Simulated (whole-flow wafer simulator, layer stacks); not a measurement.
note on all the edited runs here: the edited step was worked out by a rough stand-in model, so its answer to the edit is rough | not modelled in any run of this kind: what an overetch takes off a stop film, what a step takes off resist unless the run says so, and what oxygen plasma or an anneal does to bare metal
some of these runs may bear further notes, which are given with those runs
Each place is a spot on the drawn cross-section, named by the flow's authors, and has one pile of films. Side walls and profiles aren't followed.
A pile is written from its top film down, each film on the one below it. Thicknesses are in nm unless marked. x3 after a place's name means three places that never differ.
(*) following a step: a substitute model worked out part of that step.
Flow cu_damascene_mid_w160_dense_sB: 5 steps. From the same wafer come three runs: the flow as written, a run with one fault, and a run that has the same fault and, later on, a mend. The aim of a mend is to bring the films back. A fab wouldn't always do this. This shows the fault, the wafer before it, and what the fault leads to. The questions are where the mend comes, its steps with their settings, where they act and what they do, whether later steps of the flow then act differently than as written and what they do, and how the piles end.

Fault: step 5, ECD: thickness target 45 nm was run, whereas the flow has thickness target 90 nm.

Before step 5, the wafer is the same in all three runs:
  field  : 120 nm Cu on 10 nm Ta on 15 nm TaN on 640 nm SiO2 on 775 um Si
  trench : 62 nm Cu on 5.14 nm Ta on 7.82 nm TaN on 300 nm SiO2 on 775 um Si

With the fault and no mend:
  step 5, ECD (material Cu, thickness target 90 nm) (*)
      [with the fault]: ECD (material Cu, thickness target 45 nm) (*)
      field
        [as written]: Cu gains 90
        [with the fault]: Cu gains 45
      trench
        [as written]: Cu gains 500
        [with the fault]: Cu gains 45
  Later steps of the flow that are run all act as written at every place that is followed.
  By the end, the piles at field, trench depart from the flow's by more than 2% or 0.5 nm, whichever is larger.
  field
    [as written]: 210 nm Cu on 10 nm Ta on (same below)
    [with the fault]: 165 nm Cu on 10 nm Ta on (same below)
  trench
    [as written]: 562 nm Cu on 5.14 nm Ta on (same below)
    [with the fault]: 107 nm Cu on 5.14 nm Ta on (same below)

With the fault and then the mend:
  After step 5 comes the mend.
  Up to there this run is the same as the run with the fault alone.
  step 5a, ECD (material Cu, thickness target 45 nm) (*) (the flow's step 5 again, with other settings)
      field
        Cu gains 45
      trench
        Cu gains 455
  Later steps of the flow that are run all act as written at every place that is followed.
  By the end, the piles equal the flow's at every place that both follow.
